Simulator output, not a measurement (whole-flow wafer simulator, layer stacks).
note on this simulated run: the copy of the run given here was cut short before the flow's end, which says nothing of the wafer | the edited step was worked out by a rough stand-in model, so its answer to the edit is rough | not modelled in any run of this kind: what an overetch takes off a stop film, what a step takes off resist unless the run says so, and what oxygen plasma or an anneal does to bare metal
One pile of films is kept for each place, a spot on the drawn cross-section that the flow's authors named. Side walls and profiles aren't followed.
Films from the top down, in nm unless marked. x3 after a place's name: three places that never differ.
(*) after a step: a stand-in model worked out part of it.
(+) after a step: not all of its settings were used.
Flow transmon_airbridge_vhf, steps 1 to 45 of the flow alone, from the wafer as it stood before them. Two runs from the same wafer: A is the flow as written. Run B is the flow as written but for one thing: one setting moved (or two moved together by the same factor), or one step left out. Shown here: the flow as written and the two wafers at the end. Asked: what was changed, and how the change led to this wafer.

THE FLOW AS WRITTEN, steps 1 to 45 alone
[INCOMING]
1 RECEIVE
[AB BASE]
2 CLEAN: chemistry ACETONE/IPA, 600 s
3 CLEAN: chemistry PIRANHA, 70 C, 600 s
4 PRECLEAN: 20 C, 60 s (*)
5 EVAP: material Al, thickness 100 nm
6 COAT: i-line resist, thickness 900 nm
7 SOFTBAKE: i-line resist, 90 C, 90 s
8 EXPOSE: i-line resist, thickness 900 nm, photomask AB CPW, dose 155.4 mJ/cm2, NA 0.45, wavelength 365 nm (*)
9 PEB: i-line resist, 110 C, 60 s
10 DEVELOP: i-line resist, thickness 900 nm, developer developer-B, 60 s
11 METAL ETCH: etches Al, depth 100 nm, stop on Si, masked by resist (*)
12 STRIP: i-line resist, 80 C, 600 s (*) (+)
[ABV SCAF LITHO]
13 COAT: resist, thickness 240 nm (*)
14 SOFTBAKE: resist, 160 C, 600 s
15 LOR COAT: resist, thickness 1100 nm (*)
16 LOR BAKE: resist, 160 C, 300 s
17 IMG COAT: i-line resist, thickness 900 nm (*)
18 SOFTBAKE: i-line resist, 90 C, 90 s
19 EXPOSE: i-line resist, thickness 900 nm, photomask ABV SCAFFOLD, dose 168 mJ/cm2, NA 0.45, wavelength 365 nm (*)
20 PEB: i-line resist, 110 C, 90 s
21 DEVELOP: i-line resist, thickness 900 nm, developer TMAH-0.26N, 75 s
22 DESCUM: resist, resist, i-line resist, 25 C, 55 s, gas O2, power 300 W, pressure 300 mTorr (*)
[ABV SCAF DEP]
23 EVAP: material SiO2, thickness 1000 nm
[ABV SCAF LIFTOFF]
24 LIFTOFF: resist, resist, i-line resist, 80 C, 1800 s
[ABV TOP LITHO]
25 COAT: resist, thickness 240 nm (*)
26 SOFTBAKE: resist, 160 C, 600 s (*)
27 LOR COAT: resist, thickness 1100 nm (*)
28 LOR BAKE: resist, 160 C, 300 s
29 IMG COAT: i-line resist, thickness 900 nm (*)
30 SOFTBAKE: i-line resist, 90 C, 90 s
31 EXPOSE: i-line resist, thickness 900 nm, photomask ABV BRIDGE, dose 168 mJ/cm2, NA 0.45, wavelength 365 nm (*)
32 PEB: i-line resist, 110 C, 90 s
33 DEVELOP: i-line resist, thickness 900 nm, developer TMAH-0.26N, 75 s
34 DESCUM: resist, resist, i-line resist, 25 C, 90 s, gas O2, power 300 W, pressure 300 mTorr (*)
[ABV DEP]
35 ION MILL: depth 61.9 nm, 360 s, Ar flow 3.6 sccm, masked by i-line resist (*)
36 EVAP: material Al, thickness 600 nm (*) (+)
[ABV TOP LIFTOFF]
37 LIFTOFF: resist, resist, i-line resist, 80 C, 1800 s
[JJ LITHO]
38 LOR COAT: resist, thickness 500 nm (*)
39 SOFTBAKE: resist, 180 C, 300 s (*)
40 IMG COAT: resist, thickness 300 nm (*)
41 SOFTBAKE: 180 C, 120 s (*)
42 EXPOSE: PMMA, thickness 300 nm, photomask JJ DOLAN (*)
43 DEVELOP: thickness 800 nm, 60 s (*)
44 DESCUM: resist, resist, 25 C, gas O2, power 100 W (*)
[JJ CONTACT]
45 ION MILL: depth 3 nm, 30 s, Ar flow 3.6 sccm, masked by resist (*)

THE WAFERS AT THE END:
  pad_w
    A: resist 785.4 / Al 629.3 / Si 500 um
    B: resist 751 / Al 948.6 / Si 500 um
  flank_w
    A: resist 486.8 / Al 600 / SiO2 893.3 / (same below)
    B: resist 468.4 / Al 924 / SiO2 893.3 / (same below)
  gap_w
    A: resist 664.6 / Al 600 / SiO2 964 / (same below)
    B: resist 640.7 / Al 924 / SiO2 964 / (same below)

The cause: step 36, EVAP: thickness 924 nm was run, where the flow has thickness 600 nm.
It can be read off the wafer: flank_w has Al 924, and step 36 as written asks for 600 nm.

How the change led to this, step by step:
  36 EVAP: material Al, thickness 600 nm (*) (+)
      field x3, jj_line, ground_far and 10 more: A Al +600 (new film) | B Al +924 (new film)
      pad_w, pad_e: A Al +591.2 | B Al +910.5
  37 LIFTOFF: resist, resist, i-line resist, 80 C, 1800 s
      field x3, jj_line, trace_open_s x2: A Al -600 (all of it), i-line resist -600 (all of it), resist -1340 (all of it) | B Al -924 (all of it), i-line resist -600 (all of it), resist -1340 (all of it)
      margin_s, margin_n: A Al -600 (all of it), i-line resist -318.3 (all of it), resist -992 (all of it) | B Al -924 (all of it), i-line resist -318.3 (all of it), resist -992 (all of it)
      (and at 1 more place)
  38 LOR COAT: resist, thickness 500 nm (*)
      pad_w, pad_e: A resist +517 (new film) | B resist +495.8 (new film)
      flank_w, flank_e: A resist +306.5 (new film) | B resist +298.5 (new film)
      (and at 6 more places)
  40 IMG COAT: resist, thickness 300 nm (*)
      pad_w, pad_e: A resist +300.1 | B resist +287.1
      flank_w, flank_e: A resist +212.1 | B resist +201.7
      (and at 6 more places)
